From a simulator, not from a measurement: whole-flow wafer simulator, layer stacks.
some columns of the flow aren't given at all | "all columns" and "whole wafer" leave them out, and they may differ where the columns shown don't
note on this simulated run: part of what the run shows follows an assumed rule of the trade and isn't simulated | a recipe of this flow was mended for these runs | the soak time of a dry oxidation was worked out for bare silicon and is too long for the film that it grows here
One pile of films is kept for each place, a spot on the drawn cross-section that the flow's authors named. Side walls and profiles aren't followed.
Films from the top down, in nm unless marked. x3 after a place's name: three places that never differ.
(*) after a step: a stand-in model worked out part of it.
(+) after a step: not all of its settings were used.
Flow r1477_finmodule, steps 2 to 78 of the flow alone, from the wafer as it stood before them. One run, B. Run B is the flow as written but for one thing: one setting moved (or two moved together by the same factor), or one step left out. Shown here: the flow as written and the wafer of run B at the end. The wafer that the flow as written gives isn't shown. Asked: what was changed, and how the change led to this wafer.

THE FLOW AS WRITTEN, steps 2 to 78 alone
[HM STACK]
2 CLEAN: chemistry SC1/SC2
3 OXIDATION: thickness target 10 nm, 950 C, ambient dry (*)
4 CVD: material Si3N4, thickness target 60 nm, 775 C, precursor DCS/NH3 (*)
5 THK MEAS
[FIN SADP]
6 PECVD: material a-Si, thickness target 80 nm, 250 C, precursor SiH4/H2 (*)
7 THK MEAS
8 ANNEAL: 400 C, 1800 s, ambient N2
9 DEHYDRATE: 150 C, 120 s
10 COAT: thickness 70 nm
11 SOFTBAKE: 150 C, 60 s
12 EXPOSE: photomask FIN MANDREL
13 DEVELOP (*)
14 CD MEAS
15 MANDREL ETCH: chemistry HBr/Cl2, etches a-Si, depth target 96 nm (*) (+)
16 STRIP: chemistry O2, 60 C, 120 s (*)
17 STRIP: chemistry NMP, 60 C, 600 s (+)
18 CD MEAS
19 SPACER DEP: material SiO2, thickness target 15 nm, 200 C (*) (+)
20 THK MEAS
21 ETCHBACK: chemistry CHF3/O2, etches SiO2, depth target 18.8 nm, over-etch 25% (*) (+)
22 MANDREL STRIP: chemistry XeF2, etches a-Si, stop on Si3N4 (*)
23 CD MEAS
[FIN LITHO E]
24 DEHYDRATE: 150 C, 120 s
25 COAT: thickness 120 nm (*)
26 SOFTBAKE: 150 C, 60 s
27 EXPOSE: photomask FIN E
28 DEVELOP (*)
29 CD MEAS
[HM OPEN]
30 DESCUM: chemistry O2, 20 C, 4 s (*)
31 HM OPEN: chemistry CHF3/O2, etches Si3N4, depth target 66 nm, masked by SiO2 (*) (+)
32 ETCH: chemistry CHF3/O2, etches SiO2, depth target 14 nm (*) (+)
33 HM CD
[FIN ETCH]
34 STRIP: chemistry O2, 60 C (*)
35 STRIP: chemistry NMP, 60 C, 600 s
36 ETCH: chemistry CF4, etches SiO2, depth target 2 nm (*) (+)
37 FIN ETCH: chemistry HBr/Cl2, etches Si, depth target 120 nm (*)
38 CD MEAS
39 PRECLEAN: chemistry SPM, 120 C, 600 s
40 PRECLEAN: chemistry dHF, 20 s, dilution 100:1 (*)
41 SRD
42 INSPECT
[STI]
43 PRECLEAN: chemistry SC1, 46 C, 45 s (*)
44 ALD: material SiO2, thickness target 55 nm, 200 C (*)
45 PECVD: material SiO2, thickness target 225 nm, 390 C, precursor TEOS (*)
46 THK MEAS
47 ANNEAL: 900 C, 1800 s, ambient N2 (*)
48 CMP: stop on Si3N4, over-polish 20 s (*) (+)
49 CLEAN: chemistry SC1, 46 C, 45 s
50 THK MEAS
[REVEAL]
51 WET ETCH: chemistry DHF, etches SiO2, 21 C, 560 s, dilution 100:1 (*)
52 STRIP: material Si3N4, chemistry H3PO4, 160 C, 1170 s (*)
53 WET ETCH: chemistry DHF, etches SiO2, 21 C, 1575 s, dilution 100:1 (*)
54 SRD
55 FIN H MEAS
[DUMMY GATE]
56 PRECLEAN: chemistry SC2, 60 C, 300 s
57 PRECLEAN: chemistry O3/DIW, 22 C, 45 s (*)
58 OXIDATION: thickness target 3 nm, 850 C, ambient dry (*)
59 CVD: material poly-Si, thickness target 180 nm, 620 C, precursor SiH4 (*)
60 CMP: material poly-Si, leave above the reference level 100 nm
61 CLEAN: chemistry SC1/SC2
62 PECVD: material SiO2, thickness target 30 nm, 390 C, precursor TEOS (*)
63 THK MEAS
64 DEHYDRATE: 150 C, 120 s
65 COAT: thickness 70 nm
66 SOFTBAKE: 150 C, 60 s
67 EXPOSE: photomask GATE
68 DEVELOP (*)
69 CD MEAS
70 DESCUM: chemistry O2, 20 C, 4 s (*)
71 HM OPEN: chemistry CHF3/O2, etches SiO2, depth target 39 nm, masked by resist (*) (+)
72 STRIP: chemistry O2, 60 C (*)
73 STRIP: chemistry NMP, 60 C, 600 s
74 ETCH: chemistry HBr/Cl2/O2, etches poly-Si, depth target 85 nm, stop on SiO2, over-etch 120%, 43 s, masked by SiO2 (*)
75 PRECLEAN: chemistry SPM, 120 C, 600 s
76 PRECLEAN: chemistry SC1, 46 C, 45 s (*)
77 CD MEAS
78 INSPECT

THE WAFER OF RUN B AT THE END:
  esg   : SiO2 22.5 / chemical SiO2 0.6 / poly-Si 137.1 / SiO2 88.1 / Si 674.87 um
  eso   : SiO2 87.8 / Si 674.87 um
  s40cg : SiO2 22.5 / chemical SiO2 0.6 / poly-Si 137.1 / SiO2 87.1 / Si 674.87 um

The cause: step 4, CVD: thickness target 69 nm was run, where the flow has thickness target 60 nm.

How the change led to this, step by step:
  4 CVD: material Si3N4, thickness target 60 nm, 775 C, precursor DCS/NH3 (*)
      pad, padg, elg and 33 more: Si3N4 +69 (new film) (as written it would be: Si3N4 +60 (new film))
  31 HM OPEN: chemistry CHF3/O2, etches Si3N4, depth target 66 nm, masked by SiO2 (*) (+)
      s40cg, s45cg, s50cg, s40co, s45co, s50co: Si3N4 -66 (as written it would be: Si3N4 -60 (all of it), SiO2 -3)
      pad, padg, esg and 13 more: Si3N4 -63.1 (all of it), SiO2 -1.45 (as written it would be: Si3N4 -54.1 (all of it), SiO2 -5.95)
  32 ETCH: chemistry CHF3/O2, etches SiO2, depth target 14 nm (*) (+)
      s40cg, s45cg, s50cg, s40co, s45co, s50co: Si3N4 -3 (all of it), SiO2 -10 (all of it), Si -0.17 (as written it would be: SiO2 -7 (all of it), Si -1.4)
      pad, padg, esg and 13 more: SiO2 -8.55 (all of it), Si -1.09 (as written it would be: SiO2 -4.05 (all of it), Si -1.99)
  44 ALD: material SiO2, thickness target 55 nm, 200 C (*)
      esg, e40sg, e100sg, e200sg, eso, e40so, e100so, e200so: SiO2 +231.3 (new film) (as written it would be: SiO2 +223.2 (new film))
      s40cg, s45cg, s50cg, s40co, s45co, s50co: SiO2 +271 (new film) (as written it would be: SiO2 +263.2 (new film))
      (and at 6 more places)
  48 CMP: stop on Si3N4, over-polish 20 s (*) (+)
      pad, padg: SiO2 -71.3 (as written it would be: SiO2 -79.4)
  52 STRIP: material Si3N4, chemistry H3PO4, 160 C, 1170 s (*)
      elg, e40lg, e100lg, e200lg, elo, e40lo, e100lo, e200lo: Si3N4 -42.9 (all of it), SiO2 -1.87 (as written it would be: Si3N4 -33.9 (all of it), SiO2 -2.15)
      s40sg_line, s45sg_line, s50sg_line, s40so_line, s45so_line, s50so_line: Si3N4 -64.1 (all of it), SiO2 -1.2 (as written it would be: Si3N4 -55.1 (all of it), SiO2 -1.49)
  59 CVD: material poly-Si, thickness target 180 nm, 620 C, precursor SiH4 (*)
      esg, e40sg, e100sg and 15 more: poly-Si +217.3 (new film) (as written it would be: poly-Si +226.3 (new film))
      e200sg, e200so: poly-Si +210.2 (new film) (as written it would be: poly-Si +219.2 (new film))
  60 CMP: material poly-Si, leave above the reference level 100 nm
      pad, padg: poly-Si -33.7 (as written it would be: poly-Si -24.8)
  74 ETCH: chemistry HBr/Cl2/O2, etches poly-Si, depth target 85 nm, stop on SiO2, over-etch 120%, 43 s, masked by SiO2 (*)
      eso, e40so, e100so and 7 more: chemical SiO2 -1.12 (all of it), poly-Si -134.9 (all of it), SiO2 -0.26 (as written it would be: chemical SiO2 -1.12 (all of it), poly-Si -143.9 (all of it), SiO2 -0.22)
      pad: chemical SiO2 -1.12 (all of it), poly-Si -143.8 (all of it), SiO2 -0.22 (as written it would be: chemical SiO2 -1.12 (all of it), poly-Si -152.8 (all of it), SiO2 -0.17)
